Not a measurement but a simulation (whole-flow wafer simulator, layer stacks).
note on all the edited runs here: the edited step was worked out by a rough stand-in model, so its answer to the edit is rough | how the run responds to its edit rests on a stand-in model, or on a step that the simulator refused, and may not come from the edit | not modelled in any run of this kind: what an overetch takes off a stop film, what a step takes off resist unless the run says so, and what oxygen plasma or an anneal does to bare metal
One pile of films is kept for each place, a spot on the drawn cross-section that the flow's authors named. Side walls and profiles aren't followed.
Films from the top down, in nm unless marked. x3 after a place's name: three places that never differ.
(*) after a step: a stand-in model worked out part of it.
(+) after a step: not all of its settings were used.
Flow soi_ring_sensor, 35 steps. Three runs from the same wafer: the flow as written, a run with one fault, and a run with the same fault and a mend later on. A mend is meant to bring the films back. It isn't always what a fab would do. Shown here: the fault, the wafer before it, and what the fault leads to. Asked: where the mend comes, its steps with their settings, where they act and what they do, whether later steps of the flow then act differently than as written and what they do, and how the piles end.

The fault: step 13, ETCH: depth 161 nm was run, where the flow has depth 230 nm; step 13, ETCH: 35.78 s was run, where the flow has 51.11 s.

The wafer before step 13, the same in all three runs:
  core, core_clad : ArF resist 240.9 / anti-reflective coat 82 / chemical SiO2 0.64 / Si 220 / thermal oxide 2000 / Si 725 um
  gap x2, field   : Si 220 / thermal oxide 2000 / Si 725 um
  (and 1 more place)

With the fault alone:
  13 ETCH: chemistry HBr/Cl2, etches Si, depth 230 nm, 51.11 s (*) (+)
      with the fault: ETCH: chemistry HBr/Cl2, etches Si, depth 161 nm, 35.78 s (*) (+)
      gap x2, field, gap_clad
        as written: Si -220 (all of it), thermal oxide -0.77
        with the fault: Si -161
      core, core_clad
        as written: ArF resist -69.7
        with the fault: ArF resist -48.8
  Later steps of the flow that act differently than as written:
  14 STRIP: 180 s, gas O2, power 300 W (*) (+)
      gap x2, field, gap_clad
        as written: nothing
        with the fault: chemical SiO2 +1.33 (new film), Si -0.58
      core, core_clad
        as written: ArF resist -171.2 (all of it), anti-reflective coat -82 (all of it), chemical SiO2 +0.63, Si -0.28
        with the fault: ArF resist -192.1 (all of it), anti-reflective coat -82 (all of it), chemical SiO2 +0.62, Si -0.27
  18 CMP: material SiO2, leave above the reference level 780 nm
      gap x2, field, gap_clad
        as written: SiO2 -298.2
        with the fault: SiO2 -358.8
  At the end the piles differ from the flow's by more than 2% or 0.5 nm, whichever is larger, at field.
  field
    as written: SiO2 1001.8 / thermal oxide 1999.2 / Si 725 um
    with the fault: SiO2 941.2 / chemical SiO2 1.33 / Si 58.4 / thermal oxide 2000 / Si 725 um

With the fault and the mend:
  The mend comes after step 13.
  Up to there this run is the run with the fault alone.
  13a ETCH: chemistry HBr/Cl2, etches Si, depth 69 nm, 15.33 s (*) (+) (the flow's step 13 once more, with other settings)
      gap x2, field, gap_clad
        Si -59 (all of it), thermal oxide -0.77
      core, core_clad
        ArF resist -20.9
  No later step of the flow acts differently than as written at any place that is followed.
  At the end the piles are the same as the flow's at every place that both follow.
